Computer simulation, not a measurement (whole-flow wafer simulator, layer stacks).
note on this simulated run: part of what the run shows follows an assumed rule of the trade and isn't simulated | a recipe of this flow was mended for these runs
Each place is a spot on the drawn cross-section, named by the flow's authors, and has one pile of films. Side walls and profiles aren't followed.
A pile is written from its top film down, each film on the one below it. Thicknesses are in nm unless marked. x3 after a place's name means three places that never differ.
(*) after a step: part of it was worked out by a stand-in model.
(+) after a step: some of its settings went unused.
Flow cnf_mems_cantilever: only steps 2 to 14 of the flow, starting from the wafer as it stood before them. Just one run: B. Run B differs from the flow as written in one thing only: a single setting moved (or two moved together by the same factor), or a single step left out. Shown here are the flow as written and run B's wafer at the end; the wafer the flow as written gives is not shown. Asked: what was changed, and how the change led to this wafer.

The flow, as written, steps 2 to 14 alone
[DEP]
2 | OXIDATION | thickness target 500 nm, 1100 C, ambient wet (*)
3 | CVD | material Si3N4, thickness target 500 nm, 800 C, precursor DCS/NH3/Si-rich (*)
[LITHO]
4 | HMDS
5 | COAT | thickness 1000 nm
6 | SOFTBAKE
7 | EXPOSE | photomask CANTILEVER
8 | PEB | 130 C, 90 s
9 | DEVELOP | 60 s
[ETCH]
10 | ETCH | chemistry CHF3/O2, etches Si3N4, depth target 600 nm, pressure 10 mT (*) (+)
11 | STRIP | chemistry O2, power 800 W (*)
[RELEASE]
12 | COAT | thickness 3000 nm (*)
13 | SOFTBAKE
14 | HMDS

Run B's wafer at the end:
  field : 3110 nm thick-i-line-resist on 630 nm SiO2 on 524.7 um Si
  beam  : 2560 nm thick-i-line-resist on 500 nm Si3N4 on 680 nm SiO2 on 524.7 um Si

Cause: step 2, OXIDATION: thickness target 680 nm was run, while the flow as written has thickness target 500 nm.
The wafer itself shows it: beam has SiO2 680, and step 2 as written asks for 500 nm.

How this came from the change, step by step:
  2 | OXIDATION | thickness target 500 nm, 1100 C, ambient wet (*)
      field, beam: SiO2 gains 680 (new film), chemical SiO2 loses 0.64 (all of it), Si loses 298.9 (it would be, as written: SiO2 gains 500 (new film), chemical SiO2 loses 0.64 (all of it), Si loses 219.7)
